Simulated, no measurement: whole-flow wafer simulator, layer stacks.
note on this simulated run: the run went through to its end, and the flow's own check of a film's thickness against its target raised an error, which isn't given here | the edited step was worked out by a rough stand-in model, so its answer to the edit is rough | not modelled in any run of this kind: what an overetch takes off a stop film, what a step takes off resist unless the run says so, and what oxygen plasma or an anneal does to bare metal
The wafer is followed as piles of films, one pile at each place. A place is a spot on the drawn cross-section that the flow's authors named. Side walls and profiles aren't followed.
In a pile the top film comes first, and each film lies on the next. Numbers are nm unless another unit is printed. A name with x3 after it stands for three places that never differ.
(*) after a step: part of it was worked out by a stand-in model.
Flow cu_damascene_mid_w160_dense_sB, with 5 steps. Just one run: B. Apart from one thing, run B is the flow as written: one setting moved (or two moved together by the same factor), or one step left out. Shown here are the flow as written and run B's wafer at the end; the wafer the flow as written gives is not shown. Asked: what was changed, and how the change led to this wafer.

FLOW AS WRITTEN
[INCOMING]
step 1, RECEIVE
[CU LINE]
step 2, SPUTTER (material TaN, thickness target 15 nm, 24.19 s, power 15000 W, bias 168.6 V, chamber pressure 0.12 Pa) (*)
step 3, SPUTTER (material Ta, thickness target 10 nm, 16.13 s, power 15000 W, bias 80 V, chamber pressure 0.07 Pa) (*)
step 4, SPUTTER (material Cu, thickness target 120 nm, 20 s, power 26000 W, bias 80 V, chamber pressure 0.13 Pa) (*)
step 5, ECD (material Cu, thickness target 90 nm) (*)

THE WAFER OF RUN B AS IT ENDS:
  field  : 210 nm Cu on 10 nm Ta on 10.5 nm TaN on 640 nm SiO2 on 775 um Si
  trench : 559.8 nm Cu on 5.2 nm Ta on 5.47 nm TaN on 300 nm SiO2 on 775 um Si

The reason: step 2, SPUTTER: 16.93 s was run, whereas the flow has 24.19 s.

The path from the change to this, step by step:
  step 2, SPUTTER (material TaN, thickness target 15 nm, 24.19 s, power 15000 W, bias 168.6 V, chamber pressure 0.12 Pa) (*)
      field: TaN gains 10.5 (new film) (in the flow as written it would be: TaN gains 15 (new film))
      trench: TaN gains 5.47 (new film) (in the flow as written it would be: TaN gains 7.82 (new film))
